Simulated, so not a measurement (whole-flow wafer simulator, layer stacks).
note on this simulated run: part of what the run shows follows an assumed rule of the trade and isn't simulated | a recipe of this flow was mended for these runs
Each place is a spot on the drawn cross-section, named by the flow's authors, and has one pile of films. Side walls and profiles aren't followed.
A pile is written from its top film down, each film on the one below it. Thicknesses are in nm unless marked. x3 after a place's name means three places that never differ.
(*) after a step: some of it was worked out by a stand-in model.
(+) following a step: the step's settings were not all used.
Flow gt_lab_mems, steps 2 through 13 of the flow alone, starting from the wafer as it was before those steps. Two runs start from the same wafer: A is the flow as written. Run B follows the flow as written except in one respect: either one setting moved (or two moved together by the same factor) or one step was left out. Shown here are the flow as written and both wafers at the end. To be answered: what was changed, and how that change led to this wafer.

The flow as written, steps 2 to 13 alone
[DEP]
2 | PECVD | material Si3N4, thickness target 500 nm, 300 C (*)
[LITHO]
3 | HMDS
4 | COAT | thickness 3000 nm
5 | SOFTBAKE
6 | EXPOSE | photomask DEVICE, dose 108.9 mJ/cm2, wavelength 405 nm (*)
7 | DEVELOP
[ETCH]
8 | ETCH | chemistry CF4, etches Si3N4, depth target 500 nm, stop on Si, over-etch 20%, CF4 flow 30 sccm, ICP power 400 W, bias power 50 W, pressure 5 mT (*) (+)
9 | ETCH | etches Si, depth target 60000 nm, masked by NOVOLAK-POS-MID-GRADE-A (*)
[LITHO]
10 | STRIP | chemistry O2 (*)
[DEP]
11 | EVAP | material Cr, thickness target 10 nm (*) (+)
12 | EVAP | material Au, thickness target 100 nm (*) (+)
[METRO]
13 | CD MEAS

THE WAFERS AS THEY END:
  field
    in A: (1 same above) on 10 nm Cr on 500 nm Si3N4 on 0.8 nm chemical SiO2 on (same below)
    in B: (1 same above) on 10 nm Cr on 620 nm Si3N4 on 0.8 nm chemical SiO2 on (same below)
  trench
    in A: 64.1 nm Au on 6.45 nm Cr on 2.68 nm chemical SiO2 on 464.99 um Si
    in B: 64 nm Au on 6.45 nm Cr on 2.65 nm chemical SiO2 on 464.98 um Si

Cause: step 2, PECVD: thickness target 620 nm was run, whereas the flow has thickness target 500 nm; step 8, ETCH: depth target 620 nm was run, where the flow has depth target 500 nm.
The wafer lets one read it off: field has Si3N4 620, and step 2 as written asks for 500 nm.

The path from the change to this, step by step:
  2 | PECVD | material Si3N4, thickness target 500 nm, 300 C (*)
      field, trench: A Si3N4 gains 500 (new film) | B Si3N4 gains 620 (new film)
  8 | ETCH | chemistry CF4, etches Si3N4, depth target 500 nm, stop on Si, over-etch 20%, CF4 flow 30 sccm, ICP power 400 W, bias power 50 W, pressure 5 mT (*) (+)
      field: A g/i-line-resist loses 400 | B g/i-line-resist loses 496
      trench: A Si3N4 loses 500 (all of it), chemical SiO2 loses 0.8 (all of it), Si loses 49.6 | B Si3N4 loses 620 (all of it), chemical SiO2 loses 0.8 (all of it), Si loses 61.6
  10 | STRIP | chemistry O2 (*)
      field: A g/i-line-resist loses 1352 (all of it) | B g/i-line-resist loses 1256 (all of it)
